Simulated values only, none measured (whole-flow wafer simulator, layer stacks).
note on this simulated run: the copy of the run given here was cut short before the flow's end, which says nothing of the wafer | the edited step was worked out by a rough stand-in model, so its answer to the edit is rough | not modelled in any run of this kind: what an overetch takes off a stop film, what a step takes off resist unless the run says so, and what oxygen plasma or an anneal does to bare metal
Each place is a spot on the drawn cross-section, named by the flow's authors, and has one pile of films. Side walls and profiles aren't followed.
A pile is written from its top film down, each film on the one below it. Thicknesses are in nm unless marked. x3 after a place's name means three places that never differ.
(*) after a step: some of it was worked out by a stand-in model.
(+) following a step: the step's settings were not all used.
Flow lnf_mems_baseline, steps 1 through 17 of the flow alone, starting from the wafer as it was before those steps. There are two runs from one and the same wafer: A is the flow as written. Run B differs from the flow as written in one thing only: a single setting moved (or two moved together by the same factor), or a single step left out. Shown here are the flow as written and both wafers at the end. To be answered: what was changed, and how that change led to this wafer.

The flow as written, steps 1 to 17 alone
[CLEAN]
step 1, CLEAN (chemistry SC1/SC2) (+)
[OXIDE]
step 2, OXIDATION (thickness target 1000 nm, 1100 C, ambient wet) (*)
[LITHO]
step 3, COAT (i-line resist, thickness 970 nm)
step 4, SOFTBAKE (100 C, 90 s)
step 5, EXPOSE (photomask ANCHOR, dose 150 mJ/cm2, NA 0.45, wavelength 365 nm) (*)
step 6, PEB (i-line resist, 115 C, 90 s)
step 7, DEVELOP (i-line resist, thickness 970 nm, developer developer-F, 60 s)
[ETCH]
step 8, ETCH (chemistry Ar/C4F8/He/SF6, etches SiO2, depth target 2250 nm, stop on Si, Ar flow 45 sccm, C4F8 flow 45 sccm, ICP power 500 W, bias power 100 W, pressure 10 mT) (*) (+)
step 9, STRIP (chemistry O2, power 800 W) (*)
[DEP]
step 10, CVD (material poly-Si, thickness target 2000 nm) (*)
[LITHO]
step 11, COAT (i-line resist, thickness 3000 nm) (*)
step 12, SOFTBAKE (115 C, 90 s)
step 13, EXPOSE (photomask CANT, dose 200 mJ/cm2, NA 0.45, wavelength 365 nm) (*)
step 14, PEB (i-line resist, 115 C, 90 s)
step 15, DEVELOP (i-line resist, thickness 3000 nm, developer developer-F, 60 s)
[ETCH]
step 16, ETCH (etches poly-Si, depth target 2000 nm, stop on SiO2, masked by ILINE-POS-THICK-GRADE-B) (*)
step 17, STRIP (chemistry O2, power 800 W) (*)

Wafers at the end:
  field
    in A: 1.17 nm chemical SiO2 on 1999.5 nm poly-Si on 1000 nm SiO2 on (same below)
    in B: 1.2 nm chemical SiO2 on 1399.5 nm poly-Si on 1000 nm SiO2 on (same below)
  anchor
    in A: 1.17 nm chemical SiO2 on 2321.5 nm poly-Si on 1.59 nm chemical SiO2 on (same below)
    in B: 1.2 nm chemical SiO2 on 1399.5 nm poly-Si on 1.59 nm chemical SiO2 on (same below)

The reason: step 10, CVD: thickness target 1400 nm was run, though the flow has thickness target 2000 nm.

How this came from the change, step by step:
  step 10, CVD (material poly-Si, thickness target 2000 nm) (*)
      field, beam, trench, char_slit: A poly-Si gains 2000 (new film) | B poly-Si gains 1400 (new film)
      anchor: A poly-Si gains 2322 (new film) | B poly-Si gains 1400 (new film)
  step 11, COAT (i-line resist, thickness 3000 nm) (*)
      anchor: A i-line resist gains 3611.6 (new film) | B i-line resist gains 3904.2 (new film)
  step 12, SOFTBAKE (115 C, 90 s)
      field: A i-line resist loses 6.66 | B i-line resist loses 9.63
      anchor: A i-line resist gains 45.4 | B i-line resist gains 65.7
      (as well as at 2 more places)
  step 14, PEB (i-line resist, 115 C, 90 s)
      anchor: A i-line resist loses 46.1 | B i-line resist loses 51.8
  step 16, ETCH (etches poly-Si, depth target 2000 nm, stop on SiO2, masked by ILINE-POS-THICK-GRADE-B) (*)
      trench, char_slit: A poly-Si loses 2000 (all of it) | B poly-Si loses 1400 (all of it)
  step 17, STRIP (chemistry O2, power 800 W) (*)
      anchor: A chemical SiO2 gains 1.17 (new film), i-line resist loses 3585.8 (all of it), poly-Si loses 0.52 | B chemical SiO2 gains 1.2 (new film), i-line resist loses 3893 (all of it), poly-Si loses 0.53
